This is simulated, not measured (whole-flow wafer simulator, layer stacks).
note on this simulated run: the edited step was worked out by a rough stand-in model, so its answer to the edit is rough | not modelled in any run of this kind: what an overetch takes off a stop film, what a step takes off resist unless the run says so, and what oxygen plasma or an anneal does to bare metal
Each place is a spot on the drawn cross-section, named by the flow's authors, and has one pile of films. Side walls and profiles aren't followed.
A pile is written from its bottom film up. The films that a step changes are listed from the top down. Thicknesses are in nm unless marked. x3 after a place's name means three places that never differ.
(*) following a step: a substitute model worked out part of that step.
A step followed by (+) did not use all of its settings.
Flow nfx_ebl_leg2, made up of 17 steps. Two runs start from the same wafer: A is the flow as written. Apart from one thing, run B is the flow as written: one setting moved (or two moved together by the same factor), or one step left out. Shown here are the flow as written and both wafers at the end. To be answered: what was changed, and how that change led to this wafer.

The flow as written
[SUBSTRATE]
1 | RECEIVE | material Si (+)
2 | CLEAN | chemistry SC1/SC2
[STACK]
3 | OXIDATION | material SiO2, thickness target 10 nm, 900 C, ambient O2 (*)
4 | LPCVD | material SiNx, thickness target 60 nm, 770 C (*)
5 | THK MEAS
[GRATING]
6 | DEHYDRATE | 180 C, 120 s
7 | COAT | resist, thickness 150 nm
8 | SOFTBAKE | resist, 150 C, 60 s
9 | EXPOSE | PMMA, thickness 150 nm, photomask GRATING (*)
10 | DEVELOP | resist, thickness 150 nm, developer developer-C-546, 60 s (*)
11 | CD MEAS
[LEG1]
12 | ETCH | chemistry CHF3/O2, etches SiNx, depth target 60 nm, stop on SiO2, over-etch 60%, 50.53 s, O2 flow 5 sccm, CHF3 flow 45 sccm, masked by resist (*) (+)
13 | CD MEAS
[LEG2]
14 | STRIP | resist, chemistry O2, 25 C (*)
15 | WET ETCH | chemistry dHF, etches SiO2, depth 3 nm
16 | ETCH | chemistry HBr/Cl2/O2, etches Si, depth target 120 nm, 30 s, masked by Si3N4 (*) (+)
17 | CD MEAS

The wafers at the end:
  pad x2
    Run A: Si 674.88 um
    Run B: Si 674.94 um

Cause: step 16, ETCH: depth target 57 nm was run, while the flow as written has depth target 120 nm.

How this came from the change, step by step:
  16 | ETCH | chemistry HBr/Cl2/O2, etches Si, depth target 120 nm, 30 s, masked by Si3N4 (*) (+)
      pad x2: A Si loses 120 | B Si loses 57
